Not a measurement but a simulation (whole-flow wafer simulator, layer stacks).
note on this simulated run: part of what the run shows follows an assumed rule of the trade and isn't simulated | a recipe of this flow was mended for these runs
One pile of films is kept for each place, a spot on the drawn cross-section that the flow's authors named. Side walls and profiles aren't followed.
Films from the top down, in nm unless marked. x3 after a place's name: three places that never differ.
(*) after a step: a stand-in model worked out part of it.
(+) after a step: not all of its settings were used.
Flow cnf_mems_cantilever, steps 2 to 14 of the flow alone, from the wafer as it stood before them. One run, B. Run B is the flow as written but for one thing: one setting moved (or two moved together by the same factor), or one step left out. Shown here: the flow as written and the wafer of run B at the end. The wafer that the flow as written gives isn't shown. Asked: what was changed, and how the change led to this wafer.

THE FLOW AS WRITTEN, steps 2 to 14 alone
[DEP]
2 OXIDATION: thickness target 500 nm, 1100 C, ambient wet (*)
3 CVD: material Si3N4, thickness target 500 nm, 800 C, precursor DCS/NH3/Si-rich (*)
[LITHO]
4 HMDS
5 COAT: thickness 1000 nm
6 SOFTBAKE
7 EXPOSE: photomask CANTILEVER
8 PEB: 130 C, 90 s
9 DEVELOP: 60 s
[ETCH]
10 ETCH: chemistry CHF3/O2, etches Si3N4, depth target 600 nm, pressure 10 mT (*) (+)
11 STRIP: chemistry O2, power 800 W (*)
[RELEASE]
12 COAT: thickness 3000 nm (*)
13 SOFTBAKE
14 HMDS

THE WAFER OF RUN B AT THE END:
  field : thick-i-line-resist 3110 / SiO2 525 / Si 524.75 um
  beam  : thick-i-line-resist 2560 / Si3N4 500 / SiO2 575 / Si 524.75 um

The cause: step 2, OXIDATION: thickness target 575 nm was run, where the flow has thickness target 500 nm.
It can be read off the wafer: beam has SiO2 575, and step 2 as written asks for 500 nm.

How the change led to this, step by step:
  2 OXIDATION: thickness target 500 nm, 1100 C, ambient wet (*)
      field, beam: SiO2 +575 (new film), chemical SiO2 -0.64 (all of it), Si -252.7 (as written it would be: SiO2 +500 (new film), chemical SiO2 -0.64 (all of it), Si -219.7)
